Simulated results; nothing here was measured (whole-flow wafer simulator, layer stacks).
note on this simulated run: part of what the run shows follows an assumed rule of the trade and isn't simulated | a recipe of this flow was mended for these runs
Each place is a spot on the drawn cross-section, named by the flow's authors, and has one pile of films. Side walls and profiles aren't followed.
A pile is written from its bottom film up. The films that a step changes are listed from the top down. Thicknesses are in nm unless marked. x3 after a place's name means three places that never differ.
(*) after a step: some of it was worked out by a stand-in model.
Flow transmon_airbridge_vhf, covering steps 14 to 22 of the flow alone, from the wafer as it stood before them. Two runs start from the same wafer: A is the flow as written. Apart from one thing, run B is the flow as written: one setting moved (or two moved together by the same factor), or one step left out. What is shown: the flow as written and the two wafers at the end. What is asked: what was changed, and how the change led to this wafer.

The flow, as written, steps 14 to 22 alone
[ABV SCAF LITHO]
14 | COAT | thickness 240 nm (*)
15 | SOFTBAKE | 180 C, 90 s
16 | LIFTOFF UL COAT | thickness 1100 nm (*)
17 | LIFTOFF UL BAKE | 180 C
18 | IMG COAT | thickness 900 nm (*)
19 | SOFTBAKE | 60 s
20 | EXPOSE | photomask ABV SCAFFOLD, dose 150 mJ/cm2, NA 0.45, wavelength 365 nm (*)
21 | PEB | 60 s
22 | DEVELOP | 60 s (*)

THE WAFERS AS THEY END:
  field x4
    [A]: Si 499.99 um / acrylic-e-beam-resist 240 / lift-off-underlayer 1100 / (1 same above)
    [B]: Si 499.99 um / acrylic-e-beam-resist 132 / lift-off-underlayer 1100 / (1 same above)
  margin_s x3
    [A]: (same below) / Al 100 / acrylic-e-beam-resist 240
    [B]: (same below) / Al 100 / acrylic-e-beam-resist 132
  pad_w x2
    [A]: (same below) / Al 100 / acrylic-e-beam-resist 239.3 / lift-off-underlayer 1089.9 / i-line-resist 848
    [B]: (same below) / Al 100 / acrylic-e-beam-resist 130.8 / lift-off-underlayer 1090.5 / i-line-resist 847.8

What caused this: step 14, COAT: thickness 132 nm was run, while the flow as written has thickness 240 nm.
One can read it off the wafer: field x4 has acrylic-e-beam-resist 132, and step 14 as written asks for 240 nm.

How this came from the change, step by step:
  14 | COAT | thickness 240 nm (*)
      field x4, trace_open_s x2, margin_s x3: A acrylic-e-beam-resist gains 240 (new film) | B acrylic-e-beam-resist gains 132 (new film)
      pad_w x2: A acrylic-e-beam-resist gains 239.3 (new film) | B acrylic-e-beam-resist gains 130.8 (new film)
      (also at 6 further places)
